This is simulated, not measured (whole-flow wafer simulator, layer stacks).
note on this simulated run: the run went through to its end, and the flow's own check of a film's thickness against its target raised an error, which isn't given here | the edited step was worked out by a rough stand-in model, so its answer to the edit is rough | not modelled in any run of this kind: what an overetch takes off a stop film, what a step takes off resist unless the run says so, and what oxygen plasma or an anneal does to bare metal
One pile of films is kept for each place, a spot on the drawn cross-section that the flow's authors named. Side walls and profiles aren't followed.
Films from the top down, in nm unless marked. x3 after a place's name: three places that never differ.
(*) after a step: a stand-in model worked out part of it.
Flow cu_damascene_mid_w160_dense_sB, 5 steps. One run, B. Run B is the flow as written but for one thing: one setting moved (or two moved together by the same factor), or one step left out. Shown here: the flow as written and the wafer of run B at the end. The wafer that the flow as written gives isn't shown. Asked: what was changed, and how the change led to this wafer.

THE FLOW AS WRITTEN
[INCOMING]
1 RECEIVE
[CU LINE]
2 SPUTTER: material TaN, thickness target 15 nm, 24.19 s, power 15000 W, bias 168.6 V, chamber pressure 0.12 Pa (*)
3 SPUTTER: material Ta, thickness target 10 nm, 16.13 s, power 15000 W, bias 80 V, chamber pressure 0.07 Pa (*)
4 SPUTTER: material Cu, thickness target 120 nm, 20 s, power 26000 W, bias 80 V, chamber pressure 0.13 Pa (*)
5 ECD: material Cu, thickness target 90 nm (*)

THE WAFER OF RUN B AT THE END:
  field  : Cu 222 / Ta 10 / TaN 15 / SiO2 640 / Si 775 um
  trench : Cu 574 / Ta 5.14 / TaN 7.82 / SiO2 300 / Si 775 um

The cause: step 4, SPUTTER: thickness target 132 nm was run, where the flow has thickness target 120 nm; step 4, SPUTTER: 22 s was run, where the flow has 20 s.

How the change led to this, step by step:
  4 SPUTTER: material Cu, thickness target 120 nm, 20 s, power 26000 W, bias 80 V, chamber pressure 0.13 Pa (*)
      field: Cu +132 (new film) (as written it would be: Cu +120 (new film))
      trench: Cu +68.2 (new film) (as written it would be: Cu +62 (new film))
